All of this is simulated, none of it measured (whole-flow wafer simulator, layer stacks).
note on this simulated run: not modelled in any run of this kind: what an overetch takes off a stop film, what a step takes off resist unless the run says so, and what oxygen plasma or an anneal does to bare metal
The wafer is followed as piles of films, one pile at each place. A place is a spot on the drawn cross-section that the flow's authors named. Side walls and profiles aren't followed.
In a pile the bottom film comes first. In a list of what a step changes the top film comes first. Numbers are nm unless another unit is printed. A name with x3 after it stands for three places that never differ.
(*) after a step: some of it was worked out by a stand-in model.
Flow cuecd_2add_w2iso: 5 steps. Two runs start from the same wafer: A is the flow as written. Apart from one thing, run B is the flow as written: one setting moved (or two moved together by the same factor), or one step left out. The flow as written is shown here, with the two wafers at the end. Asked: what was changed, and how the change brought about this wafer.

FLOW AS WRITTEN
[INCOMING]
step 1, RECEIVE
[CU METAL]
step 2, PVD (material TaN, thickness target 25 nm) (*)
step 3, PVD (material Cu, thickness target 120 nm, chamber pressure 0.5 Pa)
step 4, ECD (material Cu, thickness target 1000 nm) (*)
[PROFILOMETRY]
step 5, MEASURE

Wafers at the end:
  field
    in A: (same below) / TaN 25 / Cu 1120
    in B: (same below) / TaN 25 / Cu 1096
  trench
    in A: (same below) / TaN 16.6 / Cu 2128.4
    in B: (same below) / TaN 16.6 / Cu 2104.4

The reason: step 3, PVD: thickness target 96 nm was run, though the flow has thickness target 120 nm.

Step by step, how the change led to this:
  step 3, PVD (material Cu, thickness target 120 nm, chamber pressure 0.5 Pa)
      field: A +120 Cu (new film) | B +96 Cu (new film)
      trench: A +80.8 Cu (new film) | B +64.7 Cu (new film)
